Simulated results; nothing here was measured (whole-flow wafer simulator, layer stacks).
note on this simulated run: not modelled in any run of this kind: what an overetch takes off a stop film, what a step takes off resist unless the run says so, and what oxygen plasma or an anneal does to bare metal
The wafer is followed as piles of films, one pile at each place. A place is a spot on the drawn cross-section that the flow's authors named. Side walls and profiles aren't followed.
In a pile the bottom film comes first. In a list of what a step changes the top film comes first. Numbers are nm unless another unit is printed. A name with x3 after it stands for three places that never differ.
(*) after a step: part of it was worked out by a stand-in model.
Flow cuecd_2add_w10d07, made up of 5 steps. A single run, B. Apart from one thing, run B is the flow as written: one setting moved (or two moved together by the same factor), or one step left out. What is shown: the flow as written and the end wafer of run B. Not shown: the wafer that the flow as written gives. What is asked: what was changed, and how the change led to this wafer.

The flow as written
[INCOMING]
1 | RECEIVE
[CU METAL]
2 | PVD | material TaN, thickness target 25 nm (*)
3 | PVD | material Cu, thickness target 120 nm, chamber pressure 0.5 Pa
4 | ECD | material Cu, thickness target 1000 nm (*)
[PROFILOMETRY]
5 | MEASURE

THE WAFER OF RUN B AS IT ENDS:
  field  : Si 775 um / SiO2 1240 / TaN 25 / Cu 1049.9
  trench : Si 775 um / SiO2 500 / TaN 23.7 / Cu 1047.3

What caused this: step 3, PVD: thickness target 49.9 nm was run, though the flow has thickness target 120 nm.

Step by step, how the change led to this:
  3 | PVD | material Cu, thickness target 120 nm, chamber pressure 0.5 Pa
      field: +49.9 Cu (new film) (it would be, as written: +120 Cu (new film))
      trench: +47.3 Cu (new film) (it would be, as written: +114 Cu (new film))
